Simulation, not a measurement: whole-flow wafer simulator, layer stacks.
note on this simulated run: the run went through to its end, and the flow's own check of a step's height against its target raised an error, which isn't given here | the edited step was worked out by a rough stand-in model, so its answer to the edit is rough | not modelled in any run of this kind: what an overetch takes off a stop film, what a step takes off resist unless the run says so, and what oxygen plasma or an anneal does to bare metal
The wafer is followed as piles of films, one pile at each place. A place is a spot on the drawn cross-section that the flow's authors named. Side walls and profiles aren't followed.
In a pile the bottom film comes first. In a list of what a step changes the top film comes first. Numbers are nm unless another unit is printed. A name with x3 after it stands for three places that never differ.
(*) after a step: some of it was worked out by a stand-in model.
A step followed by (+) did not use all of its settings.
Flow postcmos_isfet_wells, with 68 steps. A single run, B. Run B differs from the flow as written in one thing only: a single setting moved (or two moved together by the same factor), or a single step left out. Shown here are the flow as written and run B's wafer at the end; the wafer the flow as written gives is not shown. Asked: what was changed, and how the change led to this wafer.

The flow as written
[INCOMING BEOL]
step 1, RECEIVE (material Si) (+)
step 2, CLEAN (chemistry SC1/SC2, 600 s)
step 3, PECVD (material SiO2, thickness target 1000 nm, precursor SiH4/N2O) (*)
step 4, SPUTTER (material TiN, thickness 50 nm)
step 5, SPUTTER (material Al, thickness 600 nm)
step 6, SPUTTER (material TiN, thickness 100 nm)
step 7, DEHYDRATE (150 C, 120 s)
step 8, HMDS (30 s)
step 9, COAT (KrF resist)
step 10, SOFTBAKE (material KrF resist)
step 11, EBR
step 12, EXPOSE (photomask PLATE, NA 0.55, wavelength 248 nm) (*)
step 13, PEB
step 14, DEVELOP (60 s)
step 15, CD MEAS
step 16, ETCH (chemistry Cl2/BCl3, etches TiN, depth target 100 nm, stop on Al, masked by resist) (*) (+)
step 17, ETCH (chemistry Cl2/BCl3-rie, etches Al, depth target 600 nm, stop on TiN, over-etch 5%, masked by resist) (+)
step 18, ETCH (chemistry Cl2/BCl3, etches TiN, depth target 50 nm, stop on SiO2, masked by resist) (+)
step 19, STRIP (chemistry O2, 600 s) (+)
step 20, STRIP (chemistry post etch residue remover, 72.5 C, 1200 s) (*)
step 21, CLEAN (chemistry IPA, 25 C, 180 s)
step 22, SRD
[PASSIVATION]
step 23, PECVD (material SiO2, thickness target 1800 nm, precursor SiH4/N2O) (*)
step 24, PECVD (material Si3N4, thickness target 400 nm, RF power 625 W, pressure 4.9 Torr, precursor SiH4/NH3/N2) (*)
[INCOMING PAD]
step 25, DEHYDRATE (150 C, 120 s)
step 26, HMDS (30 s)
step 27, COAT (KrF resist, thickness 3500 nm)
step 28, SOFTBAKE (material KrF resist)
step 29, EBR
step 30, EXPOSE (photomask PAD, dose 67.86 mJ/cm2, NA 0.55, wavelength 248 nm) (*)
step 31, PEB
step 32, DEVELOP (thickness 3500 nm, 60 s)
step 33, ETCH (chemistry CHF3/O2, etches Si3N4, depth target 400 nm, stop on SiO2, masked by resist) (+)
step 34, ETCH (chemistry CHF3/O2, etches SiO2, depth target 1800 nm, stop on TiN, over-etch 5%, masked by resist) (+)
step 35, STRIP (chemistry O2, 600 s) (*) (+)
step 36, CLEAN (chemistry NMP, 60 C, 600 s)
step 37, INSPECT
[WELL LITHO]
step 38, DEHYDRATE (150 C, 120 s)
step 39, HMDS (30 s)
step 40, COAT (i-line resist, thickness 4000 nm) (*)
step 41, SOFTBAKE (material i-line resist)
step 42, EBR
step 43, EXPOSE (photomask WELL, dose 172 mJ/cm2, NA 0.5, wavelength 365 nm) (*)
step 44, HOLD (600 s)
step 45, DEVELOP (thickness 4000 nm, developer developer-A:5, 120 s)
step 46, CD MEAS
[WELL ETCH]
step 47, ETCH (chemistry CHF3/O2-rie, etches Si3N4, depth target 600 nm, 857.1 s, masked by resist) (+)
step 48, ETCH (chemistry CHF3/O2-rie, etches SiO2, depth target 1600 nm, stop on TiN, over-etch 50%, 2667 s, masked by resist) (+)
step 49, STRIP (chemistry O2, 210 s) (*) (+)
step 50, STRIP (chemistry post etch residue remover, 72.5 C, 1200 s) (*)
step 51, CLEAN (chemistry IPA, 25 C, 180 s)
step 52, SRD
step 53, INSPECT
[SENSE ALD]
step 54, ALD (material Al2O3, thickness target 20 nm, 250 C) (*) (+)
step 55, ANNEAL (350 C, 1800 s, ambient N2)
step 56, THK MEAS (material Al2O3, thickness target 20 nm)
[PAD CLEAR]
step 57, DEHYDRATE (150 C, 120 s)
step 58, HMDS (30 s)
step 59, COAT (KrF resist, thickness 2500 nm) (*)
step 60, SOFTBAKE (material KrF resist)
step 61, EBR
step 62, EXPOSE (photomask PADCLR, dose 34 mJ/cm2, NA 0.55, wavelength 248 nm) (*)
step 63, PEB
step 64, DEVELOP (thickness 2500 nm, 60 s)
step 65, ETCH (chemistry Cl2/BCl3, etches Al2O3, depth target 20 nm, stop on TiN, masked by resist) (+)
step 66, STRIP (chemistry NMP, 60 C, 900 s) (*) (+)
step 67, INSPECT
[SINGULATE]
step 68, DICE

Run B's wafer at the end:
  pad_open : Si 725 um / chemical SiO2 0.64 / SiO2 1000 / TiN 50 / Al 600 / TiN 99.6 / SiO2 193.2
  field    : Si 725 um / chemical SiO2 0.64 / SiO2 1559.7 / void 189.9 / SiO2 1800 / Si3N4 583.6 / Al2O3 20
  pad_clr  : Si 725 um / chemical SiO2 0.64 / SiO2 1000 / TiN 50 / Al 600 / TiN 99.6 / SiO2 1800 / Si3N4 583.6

Cause: step 24, PECVD: thickness target 584 nm was run, while the flow as written has thickness target 400 nm.

The path from the change to this, step by step:
  step 24, PECVD (material Si3N4, thickness target 400 nm, RF power 625 W, pressure 4.9 Torr, precursor SiH4/NH3/N2) (*)
      field, margin, well900, well1300 x3, pad_rim, pad_clr, pad_open: +584 Si3N4 (new film) (it would be, as written: +400 Si3N4 (new film))
  step 33, ETCH (chemistry CHF3/O2, etches Si3N4, depth target 400 nm, stop on SiO2, masked by resist) (+)
      pad_open: -400 Si3N4 (it would be, as written: -400 Si3N4 (all of it))
  step 34, ETCH (chemistry CHF3/O2, etches SiO2, depth target 1800 nm, stop on TiN, over-etch 5%, masked by resist) (+)
      pad_open: -184 Si3N4 (all of it), -1606.8 SiO2 (it would be, as written: -1800 SiO2 (all of it))
  step 47, ETCH (chemistry CHF3/O2-rie, etches Si3N4, depth target 600 nm, 857.1 s, masked by resist) (+)
      well900, well1300 x3: -584 Si3N4 (all of it), -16 SiO2 (it would be, as written: -400 Si3N4 (all of it), -200 SiO2)
  step 48, ETCH (chemistry CHF3/O2-rie, etches SiO2, depth target 1600 nm, stop on TiN, over-etch 50%, 2667 s, masked by resist) (+)
      well900, well1300 x3: -1784 SiO2 (all of it) (it would be, as written: -1600 SiO2 (all of it))
  step 59, COAT (KrF resist, thickness 2500 nm) (*)
      field: +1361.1 KrF resist (new film) (it would be, as written: +1449 KrF resist (new film))
      margin: +1361 KrF resist (new film) (it would be, as written: +1448.9 KrF resist (new film))
  step 63, PEB
      field, margin: -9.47 KrF resist (it would be, as written: -10.1 KrF resist)
  step 66, STRIP (chemistry NMP, 60 C, 900 s) (*) (+)
      field, margin: -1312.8 KrF resist (all of it) (it would be, as written: -1400.1 KrF resist (all of it))
